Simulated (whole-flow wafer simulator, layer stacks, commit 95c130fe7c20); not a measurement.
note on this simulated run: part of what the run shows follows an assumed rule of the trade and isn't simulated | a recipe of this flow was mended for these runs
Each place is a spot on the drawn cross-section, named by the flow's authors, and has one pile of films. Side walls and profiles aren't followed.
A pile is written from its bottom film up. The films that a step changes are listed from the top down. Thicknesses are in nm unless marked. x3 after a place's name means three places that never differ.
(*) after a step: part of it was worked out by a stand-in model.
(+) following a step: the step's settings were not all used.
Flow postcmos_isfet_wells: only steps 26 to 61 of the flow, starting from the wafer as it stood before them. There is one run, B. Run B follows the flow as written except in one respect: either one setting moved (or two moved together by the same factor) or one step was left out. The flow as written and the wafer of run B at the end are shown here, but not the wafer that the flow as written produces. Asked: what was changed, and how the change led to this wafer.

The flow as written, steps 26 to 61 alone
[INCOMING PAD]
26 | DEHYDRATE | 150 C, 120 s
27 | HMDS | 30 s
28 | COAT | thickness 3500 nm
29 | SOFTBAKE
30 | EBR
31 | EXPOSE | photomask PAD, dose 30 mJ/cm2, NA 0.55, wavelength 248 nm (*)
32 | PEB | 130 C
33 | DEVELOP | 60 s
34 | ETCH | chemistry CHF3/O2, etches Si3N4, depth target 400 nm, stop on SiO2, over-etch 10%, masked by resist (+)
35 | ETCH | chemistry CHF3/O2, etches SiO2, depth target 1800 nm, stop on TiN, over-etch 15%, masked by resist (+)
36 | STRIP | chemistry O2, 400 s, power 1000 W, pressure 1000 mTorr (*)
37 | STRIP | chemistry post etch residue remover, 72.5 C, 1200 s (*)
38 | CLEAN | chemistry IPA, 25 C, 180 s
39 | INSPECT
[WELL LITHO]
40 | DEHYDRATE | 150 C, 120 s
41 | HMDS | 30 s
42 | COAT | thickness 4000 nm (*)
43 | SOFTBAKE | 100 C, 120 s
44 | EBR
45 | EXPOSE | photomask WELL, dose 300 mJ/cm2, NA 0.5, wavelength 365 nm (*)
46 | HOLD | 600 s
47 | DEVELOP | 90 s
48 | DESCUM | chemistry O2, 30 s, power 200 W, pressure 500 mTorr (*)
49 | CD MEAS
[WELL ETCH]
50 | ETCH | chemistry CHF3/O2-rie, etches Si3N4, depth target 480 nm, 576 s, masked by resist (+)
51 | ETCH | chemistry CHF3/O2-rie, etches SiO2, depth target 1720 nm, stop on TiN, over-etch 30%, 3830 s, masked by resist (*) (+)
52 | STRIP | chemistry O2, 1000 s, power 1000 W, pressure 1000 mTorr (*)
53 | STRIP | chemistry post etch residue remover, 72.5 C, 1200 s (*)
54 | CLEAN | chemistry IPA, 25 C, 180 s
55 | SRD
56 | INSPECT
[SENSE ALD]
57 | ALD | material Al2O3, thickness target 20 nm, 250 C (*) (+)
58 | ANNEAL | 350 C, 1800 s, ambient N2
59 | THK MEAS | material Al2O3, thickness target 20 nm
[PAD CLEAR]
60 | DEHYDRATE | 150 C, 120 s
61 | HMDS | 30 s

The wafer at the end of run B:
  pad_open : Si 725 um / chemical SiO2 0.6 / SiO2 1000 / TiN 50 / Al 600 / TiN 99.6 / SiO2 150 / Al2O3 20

Cause: step 34, ETCH: chemistry CHF3/O2, etches Si3N4, depth target 400 nm, stop on SiO2, over-etch 10%, masked by resist (+), was skipped.

The path from the change to this, step by step:
  35 | ETCH | chemistry CHF3/O2, etches SiO2, depth target 1800 nm, stop on TiN, over-etch 15%, masked by resist (+)
      pad_open: -400 Si3N4 (all of it), -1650 SiO2 (in the flow as written it would be: -1780 SiO2 (all of it), -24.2 TiN)
  36 | STRIP | chemistry O2, 400 s, power 1000 W, pressure 1000 mTorr (*)
      field, margin x2, well900 x4, pad_clr: -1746 thick-KrF-resist (all of it) (in the flow as written it would be: -1382.5 thick-KrF-resist (all of it))
  43 | SOFTBAKE | 100 C, 120 s
      pad_clr: -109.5 thick-g/i-line-resist (in the flow as written it would be: -123 thick-g/i-line-resist)
      pad_open: +68.4 thick-g/i-line-resist (in the flow as written it would be: +73 thick-g/i-line-resist)
  52 | STRIP | chemistry O2, 1000 s, power 1000 W, pressure 1000 mTorr (*)
      pad_clr: -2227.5 thick-g/i-line-resist (all of it) (in the flow as written it would be: -2159.6 thick-g/i-line-resist (all of it))
